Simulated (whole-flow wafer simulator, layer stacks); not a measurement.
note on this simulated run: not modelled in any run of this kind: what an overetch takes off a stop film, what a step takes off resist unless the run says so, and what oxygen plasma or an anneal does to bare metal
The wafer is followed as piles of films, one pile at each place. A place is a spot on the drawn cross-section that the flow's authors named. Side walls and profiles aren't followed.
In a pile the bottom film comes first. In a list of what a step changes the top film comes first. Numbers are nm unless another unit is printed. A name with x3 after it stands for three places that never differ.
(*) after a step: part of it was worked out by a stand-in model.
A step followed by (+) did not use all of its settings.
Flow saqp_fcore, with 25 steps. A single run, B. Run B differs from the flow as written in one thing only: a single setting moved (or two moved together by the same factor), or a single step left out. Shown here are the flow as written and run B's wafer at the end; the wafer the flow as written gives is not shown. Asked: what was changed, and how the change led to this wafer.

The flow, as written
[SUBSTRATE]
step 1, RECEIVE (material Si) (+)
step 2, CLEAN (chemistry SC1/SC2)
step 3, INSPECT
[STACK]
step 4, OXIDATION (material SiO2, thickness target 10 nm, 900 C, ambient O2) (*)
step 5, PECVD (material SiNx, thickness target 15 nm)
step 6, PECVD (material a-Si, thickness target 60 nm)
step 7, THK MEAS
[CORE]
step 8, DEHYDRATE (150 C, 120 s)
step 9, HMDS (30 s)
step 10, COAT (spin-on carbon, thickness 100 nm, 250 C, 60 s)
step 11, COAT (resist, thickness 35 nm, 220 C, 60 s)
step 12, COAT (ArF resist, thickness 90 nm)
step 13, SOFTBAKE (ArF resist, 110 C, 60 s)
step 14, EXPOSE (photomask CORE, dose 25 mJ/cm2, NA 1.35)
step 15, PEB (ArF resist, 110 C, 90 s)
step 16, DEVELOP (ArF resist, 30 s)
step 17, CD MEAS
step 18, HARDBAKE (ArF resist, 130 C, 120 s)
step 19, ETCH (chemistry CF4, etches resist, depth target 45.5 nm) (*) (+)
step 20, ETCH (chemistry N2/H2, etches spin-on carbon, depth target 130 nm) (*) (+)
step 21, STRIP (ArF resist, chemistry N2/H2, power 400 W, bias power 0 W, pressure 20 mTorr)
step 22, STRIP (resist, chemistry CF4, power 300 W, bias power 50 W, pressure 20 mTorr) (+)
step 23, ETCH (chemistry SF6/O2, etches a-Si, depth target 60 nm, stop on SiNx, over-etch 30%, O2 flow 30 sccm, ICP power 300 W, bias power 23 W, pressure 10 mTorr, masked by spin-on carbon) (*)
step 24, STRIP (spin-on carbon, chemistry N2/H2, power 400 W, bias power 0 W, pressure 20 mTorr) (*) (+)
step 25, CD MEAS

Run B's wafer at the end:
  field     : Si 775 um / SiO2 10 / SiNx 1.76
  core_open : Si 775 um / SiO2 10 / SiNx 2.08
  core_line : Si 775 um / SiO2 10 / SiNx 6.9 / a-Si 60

Cause: step 5, PECVD: thickness target 6.9 nm was run, though the flow has thickness target 15 nm.
The wafer lets one read it off: core_line has SiNx 6.9, and step 5 as written asks for 15 nm.

The path from the change to this, step by step:
  step 5, PECVD (material SiNx, thickness target 15 nm)
      field, core_open, core_line: +6.9 SiNx (new film) (in the flow as written it would be: +15 SiNx (new film))
